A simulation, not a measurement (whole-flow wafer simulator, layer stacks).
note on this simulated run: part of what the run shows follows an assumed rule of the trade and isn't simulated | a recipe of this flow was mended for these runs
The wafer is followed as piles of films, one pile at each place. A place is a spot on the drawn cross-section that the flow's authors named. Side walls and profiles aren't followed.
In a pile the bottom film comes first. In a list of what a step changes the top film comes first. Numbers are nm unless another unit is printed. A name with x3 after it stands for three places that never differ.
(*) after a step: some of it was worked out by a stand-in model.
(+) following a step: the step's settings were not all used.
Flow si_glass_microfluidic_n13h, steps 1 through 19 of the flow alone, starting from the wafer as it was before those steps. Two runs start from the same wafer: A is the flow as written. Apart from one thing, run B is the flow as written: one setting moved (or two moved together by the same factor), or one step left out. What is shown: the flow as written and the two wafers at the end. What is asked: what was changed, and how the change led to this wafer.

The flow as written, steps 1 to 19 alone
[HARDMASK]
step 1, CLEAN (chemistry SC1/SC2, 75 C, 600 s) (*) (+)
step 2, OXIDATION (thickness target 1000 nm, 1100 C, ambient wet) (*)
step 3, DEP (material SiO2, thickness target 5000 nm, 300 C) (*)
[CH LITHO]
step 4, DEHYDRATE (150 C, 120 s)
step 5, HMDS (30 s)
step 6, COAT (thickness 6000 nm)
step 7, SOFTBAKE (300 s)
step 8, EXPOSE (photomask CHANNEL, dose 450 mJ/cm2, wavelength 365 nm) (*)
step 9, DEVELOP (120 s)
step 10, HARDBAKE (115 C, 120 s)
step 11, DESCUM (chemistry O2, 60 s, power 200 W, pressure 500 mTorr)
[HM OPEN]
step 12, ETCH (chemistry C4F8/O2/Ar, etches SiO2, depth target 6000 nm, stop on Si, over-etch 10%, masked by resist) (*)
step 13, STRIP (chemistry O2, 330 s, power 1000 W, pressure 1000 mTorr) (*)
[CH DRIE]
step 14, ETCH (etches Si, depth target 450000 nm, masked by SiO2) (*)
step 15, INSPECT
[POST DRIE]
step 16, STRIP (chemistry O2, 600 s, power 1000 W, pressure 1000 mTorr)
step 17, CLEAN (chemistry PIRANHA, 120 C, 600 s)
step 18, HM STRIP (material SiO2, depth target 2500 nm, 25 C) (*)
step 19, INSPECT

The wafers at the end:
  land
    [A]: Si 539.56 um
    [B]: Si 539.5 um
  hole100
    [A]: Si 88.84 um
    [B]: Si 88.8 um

Cause: step 2, OXIDATION: thickness target 1120 nm was run, though the flow has thickness target 1000 nm.

How this came from the change, step by step:
  step 2, OXIDATION (thickness target 1000 nm, 1100 C, ambient wet) (*)
      land, hole100: A SiO2 gains 1000 (new film), chemical SiO2 loses 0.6 (all of it), Si loses 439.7 | B SiO2 gains 1120 (new film), chemical SiO2 loses 0.6 (all of it), Si loses 492.5
  step 12, ETCH (chemistry C4F8/O2/Ar, etches SiO2, depth target 6000 nm, stop on Si, over-etch 10%, masked by resist) (*)
      hole100: A SiO2 loses 6000 (all of it), Si loses 75 | B SiO2 loses 6120 (all of it), Si loses 60
  step 18, HM STRIP (material SiO2, depth target 2500 nm, 25 C) (*)
      land: A SiO2 loses 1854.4 (all of it) | B SiO2 loses 1974.1 (all of it)
